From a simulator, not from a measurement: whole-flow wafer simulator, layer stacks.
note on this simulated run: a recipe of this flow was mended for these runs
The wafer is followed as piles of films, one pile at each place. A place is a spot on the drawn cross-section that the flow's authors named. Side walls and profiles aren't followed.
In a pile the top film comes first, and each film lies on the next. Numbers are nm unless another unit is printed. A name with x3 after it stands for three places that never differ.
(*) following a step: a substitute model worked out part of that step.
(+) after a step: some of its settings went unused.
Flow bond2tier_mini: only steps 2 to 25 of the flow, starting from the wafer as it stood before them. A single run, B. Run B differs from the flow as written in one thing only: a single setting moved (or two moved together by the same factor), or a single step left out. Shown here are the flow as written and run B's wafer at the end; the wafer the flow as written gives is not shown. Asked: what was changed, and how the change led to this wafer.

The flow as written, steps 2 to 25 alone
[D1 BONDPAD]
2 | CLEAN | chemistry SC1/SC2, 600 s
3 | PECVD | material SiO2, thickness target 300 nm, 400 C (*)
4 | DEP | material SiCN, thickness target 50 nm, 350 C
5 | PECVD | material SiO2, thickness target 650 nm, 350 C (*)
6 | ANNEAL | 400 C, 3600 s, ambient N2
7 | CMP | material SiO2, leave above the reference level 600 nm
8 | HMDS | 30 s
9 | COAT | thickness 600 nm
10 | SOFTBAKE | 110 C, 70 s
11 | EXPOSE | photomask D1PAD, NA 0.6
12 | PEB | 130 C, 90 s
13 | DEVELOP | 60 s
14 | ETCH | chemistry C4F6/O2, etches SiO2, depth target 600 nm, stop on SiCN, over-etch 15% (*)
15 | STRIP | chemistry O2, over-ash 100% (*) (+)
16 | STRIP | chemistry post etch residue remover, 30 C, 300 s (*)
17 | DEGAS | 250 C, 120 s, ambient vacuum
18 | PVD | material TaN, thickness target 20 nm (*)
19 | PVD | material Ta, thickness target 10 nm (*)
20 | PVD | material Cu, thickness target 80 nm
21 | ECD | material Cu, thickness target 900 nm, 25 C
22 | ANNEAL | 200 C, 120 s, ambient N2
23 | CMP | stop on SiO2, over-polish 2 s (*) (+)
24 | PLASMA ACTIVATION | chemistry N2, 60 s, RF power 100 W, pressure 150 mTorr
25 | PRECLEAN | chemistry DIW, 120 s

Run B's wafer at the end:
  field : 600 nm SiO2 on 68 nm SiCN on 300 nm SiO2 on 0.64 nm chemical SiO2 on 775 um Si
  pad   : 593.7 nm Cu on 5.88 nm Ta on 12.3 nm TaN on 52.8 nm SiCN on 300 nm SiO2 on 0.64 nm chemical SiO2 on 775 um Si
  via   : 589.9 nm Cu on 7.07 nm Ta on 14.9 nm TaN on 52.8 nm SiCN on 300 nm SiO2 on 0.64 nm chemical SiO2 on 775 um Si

What caused this: step 4, DEP: thickness target 68 nm was run, whereas the flow has thickness target 50 nm.
One can read it off the wafer: field has SiCN 68, and step 4 as written asks for 50 nm.

The path from the change to this, step by step:
  4 | DEP | material SiCN, thickness target 50 nm, 350 C
      field, pad, via: SiCN gains 68 (new film) (as written it would have been: SiCN gains 50 (new film))
